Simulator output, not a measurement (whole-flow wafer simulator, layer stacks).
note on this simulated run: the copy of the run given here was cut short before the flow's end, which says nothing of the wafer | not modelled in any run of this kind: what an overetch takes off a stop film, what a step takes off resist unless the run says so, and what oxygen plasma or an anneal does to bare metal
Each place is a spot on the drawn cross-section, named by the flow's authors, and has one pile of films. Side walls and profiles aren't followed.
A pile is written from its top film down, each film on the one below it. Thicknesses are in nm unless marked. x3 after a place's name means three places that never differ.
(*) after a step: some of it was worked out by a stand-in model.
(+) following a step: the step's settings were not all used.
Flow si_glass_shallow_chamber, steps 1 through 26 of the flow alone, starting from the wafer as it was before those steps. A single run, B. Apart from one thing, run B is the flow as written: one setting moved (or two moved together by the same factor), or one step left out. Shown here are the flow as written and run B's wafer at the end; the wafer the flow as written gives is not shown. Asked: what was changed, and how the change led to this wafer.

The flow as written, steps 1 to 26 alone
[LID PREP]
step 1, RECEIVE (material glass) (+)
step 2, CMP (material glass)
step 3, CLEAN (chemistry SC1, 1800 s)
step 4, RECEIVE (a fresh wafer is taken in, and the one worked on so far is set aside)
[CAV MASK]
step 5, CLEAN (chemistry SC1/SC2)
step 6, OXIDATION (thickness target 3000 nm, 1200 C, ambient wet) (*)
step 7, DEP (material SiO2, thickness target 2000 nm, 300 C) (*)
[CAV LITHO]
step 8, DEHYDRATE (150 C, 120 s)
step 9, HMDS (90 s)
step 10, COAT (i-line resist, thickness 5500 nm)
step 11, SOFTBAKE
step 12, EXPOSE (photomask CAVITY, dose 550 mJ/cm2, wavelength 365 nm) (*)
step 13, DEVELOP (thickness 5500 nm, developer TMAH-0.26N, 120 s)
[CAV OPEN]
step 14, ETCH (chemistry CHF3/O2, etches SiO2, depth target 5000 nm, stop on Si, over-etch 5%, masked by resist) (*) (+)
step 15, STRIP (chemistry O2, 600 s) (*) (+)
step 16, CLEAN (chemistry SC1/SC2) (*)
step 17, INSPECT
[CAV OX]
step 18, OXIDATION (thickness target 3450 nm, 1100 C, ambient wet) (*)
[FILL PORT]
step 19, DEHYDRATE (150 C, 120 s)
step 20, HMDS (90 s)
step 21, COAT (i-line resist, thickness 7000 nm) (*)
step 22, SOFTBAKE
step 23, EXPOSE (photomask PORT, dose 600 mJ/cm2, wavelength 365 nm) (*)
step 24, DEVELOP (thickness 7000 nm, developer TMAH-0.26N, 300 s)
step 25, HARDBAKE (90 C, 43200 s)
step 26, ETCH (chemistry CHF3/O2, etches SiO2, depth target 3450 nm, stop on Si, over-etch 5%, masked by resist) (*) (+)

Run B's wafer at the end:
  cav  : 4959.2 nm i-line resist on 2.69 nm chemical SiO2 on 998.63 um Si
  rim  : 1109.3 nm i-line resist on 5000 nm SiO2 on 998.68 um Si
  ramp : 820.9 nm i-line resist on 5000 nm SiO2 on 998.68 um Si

What caused this: step 18, OXIDATION: thickness target 3450 nm, 1100 C, ambient wet (*), was skipped.

How this came from the change, step by step:
  step 21, COAT (i-line resist, thickness 7000 nm) (*)
      rim: +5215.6 i-line resist (new film) (as written it would have been: +5660.1 i-line resist (new film))
      ramp: +4480.4 i-line resist (new film) (as written it would have been: +5087.8 i-line resist (new film))
      (and at 2 other places as well)
  step 22, SOFTBAKE
      rim: -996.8 i-line resist (as written it would have been: -834.8 i-line resist)
      ramp: -561.4 i-line resist (as written it would have been: -425.6 i-line resist)
      (and at 4 other places as well)
  step 25, HARDBAKE (90 C, 43200 s)
      rim: -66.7 i-line resist (as written it would have been: -92.2 i-line resist)
      ramp: -55.3 i-line resist (as written it would have been: -85 i-line resist)
      (and at 1 other place as well)
  step 26, ETCH (chemistry CHF3/O2, etches SiO2, depth target 3450 nm, stop on Si, over-etch 5%, masked by resist) (*) (+)
      port: -2.69 chemical SiO2 (all of it), -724 Si (as written it would have been: -3450 SiO2 (all of it), -34.5 Si)
